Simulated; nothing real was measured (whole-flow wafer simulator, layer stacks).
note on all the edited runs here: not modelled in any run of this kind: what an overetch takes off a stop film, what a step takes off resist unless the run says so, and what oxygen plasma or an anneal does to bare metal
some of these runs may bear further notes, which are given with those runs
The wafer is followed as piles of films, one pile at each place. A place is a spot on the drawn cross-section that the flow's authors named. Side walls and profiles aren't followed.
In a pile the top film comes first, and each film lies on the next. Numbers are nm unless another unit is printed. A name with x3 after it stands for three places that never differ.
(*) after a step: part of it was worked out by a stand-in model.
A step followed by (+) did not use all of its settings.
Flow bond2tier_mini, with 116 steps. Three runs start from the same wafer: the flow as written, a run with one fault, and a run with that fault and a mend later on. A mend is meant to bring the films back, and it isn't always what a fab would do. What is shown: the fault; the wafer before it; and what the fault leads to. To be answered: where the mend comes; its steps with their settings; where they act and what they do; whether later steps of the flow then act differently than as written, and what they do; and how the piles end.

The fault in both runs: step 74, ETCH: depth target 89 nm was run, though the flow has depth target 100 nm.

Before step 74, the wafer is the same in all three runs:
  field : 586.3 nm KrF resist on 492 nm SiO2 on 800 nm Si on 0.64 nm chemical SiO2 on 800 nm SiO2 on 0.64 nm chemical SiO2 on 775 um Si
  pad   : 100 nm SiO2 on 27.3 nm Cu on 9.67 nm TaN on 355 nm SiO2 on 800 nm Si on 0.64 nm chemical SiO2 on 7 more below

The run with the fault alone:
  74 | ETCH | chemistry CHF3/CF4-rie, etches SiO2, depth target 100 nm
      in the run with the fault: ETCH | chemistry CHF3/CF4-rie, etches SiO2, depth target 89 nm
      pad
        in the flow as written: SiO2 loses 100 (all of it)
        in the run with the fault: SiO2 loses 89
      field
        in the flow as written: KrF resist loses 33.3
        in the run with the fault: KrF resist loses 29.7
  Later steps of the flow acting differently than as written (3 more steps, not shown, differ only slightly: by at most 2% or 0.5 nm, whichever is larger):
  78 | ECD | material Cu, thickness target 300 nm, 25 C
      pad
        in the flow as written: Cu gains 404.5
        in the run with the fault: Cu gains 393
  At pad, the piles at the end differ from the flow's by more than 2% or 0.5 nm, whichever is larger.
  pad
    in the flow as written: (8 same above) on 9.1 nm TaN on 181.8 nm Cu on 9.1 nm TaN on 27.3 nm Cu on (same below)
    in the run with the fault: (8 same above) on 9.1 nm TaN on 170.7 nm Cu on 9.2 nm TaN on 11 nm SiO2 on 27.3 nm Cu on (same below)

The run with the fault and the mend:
  After step 75 comes the mend.
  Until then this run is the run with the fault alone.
  75a | COAT | KrF resist, thickness 600 nm (*) (the flow's step 69, run once more)
      field
        KrF resist gains 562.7 (new film)
      pad
        KrF resist gains 639.1 (new film)
  75b | SOFTBAKE | KrF resist (the flow's step 70, run once more)
      alters no film at any place that is followed
  75c | EXPOSE | photomask T2PAD, NA 0.6 (the flow's step 71, run once more)
      alters no film at any place that is followed
  75d | PEB | KrF resist (the flow's step 72, run once more)
      alters no film at any place that is followed
  75e | DEVELOP | developer TMAH-0.26N, 60 s (the flow's step 73, run once more)
      field
        KrF resist loses 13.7
      pad
        KrF resist loses 639.1 (all of it)
  75f | ETCH | chemistry CHF3/CF4-rie, etches SiO2, depth target 11 nm (the flow's step 74, run once more with other settings)
      field
        KrF resist loses 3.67
      pad
        SiO2 loses 11 (all of it)
  75g | STRIP | chemistry O2, over-ash 100% (+) (the flow's step 75, run once more)
      field
        KrF resist loses 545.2 (all of it)
  Every later step of the flow that is run acts as written at every place that is followed.
  By the end, the piles equal the flow's at every place that both follow.
